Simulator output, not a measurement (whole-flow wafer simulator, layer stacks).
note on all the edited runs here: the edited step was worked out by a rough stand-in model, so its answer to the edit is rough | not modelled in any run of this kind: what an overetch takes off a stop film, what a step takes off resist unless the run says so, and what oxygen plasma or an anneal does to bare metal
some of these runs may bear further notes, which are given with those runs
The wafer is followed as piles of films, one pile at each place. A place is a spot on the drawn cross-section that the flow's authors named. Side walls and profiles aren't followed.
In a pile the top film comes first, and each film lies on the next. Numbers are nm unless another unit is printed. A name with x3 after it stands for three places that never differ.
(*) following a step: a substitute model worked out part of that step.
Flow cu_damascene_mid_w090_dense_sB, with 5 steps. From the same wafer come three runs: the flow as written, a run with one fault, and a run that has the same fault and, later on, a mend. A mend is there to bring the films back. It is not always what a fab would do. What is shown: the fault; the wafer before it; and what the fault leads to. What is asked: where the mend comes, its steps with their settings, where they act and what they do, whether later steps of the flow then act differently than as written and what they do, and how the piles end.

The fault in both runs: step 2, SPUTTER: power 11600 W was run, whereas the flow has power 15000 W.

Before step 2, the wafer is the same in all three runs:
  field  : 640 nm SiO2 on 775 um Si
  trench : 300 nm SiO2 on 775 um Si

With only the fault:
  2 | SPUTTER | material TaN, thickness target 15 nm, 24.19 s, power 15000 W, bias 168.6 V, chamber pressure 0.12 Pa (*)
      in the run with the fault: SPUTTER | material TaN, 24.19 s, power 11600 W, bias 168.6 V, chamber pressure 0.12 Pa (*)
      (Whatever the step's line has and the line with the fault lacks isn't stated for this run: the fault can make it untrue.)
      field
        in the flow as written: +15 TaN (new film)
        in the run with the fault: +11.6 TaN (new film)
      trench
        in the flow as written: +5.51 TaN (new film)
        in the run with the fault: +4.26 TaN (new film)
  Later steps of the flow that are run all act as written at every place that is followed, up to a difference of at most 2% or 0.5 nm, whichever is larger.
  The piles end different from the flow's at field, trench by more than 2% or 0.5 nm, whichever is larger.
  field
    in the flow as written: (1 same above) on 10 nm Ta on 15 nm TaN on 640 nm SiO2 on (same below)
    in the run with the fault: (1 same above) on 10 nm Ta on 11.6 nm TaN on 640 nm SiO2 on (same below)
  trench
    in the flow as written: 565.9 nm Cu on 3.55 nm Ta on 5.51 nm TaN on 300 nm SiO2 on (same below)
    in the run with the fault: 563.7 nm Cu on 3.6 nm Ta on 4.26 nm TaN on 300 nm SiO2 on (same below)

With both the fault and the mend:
  The mend stands after step 2.
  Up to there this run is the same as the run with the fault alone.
  2a | SPUTTER | material TaN, thickness target 3.4 nm, 5.487 s, power 15000 W, bias 168.6 V, chamber pressure 0.12 Pa (*) (the flow's step 2, run once more with other settings)
      field
        +3.4 TaN
      trench
        +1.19 TaN
  Later steps of the flow that are run all act as written at every place that is followed, up to a difference of at most 2% or 0.5 nm, whichever is larger.
  The piles end only slightly different from the flow's at the places that both follow, by no more than 2% or 0.5 nm, whichever is larger.
